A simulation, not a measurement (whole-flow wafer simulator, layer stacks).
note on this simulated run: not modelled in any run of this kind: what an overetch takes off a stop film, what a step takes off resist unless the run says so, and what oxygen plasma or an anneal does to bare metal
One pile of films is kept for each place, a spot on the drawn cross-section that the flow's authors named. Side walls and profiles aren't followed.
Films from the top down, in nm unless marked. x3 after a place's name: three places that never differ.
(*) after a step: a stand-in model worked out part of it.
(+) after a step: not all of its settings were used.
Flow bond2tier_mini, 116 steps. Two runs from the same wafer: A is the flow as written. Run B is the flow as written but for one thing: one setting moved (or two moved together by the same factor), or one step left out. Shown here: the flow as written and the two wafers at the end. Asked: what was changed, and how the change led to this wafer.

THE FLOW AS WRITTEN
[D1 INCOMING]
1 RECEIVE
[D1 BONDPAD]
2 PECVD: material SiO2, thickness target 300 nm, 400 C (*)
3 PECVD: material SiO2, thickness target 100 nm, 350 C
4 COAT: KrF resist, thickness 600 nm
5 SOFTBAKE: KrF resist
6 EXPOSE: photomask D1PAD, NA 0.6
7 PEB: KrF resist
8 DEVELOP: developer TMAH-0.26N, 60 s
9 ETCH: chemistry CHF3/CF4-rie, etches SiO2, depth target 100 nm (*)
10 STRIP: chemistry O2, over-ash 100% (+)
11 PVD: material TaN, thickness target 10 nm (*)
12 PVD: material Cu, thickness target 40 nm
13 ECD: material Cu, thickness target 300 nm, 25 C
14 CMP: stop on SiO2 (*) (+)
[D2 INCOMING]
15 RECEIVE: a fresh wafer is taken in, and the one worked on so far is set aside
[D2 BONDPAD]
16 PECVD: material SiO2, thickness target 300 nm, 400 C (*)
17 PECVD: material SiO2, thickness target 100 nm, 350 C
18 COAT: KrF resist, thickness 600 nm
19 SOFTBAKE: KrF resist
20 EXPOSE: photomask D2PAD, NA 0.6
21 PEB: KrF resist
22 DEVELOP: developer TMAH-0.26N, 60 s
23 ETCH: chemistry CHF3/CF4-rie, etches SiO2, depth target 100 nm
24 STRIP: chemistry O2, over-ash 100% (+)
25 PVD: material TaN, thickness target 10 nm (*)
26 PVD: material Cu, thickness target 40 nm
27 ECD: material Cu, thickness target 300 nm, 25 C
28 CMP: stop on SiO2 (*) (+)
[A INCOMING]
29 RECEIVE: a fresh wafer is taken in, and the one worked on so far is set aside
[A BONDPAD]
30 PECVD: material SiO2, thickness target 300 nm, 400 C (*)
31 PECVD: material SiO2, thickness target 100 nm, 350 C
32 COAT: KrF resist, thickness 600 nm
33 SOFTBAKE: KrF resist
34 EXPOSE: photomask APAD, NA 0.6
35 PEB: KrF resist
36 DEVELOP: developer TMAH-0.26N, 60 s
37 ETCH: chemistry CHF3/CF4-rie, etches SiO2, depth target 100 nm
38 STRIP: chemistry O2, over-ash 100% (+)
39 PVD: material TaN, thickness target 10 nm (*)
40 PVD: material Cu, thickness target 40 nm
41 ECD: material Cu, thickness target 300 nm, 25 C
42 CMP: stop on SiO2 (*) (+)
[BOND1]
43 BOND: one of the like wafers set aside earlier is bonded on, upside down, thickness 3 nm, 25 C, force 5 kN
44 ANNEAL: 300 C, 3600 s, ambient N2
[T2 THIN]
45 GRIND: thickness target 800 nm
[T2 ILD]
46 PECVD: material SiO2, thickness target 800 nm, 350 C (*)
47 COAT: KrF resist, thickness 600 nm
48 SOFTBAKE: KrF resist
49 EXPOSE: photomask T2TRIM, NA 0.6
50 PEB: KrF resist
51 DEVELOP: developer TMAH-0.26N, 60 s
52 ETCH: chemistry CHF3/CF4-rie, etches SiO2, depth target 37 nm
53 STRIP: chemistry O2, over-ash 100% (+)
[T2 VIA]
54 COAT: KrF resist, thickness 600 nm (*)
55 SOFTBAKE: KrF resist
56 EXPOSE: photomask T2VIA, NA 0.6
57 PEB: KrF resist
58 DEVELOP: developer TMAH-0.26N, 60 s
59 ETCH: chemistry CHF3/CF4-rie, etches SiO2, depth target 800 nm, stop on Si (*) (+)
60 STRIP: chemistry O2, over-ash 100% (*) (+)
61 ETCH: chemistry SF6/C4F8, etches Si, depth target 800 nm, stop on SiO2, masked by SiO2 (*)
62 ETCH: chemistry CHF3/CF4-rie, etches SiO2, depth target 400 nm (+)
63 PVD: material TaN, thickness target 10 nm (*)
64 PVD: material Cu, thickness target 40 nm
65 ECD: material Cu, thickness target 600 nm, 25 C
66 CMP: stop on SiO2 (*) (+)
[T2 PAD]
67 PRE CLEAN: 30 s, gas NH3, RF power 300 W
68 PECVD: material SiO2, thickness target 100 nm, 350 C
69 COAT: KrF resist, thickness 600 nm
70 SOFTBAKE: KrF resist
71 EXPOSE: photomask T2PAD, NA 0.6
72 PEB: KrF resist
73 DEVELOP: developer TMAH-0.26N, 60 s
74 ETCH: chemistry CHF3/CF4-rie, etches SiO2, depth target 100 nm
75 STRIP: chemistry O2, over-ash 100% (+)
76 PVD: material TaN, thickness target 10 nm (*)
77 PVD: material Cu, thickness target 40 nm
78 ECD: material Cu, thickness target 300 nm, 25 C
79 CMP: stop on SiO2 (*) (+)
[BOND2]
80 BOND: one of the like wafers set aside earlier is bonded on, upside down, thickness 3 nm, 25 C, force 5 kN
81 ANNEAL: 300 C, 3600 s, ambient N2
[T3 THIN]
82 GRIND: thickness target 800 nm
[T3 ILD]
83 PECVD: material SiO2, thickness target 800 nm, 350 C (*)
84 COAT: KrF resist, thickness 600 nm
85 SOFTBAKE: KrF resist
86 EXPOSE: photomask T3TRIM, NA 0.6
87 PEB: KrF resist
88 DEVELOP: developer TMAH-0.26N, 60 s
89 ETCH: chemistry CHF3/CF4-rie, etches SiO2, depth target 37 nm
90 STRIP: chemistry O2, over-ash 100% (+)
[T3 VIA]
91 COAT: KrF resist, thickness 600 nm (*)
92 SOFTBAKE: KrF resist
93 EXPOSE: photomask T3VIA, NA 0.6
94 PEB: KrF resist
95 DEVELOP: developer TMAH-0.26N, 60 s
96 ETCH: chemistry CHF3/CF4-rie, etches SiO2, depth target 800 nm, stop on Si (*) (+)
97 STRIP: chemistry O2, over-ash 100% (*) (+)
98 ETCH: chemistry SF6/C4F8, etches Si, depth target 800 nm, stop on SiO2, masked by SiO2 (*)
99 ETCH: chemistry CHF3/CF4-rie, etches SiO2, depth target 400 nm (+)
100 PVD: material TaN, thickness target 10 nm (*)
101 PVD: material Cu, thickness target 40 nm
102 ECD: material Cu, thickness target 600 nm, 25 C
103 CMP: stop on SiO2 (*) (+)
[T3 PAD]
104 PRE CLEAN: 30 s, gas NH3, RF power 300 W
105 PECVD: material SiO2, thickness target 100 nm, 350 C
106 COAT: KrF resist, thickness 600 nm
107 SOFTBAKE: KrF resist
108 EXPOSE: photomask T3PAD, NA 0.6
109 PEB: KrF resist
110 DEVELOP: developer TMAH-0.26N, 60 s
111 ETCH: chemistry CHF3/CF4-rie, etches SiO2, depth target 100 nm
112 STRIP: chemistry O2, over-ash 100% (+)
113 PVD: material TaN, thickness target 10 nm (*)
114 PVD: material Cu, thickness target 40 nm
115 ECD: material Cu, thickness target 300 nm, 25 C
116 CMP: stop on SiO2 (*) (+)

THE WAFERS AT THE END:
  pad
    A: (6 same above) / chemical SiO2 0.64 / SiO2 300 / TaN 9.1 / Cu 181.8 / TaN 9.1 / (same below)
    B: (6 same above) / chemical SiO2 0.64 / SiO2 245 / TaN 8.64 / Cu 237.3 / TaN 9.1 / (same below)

The cause: step 23, ETCH: depth target 155 nm was run, where the flow has depth target 100 nm.

How the change led to this, step by step:
  23 ETCH: chemistry CHF3/CF4-rie, etches SiO2, depth target 100 nm
      pad, via: A SiO2 -100 | B SiO2 -155
      field: A KrF resist -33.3 | B KrF resist -51.7
  24 STRIP: chemistry O2, over-ash 100% (+)
      field: A KrF resist -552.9 (all of it) | B KrF resist -534.6 (all of it)
  26 PVD: material Cu, thickness target 40 nm
      pad: A Cu +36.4 (new film) | B Cu +34.6 (new film)
  27 ECD: material Cu, thickness target 300 nm, 25 C
      pad: A Cu +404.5 | B Cu +461.8
      via: A Cu +400.2 | B Cu +455.6
  80 BOND: one of the like wafers set aside earlier is bonded on, upside down, thickness 3 nm, 25 C, force 5 kN
      pad: A Si +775 um (new film), chemical SiO2 +0.64 (new film), SiO2 +300 (new film), TaN +9.1 (new film), Cu +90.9 | B Si +775 um (new film), chemical SiO2 +0.64 (new film), SiO2 +245 (new film), TaN +8.64 (new film), Cu +146.4
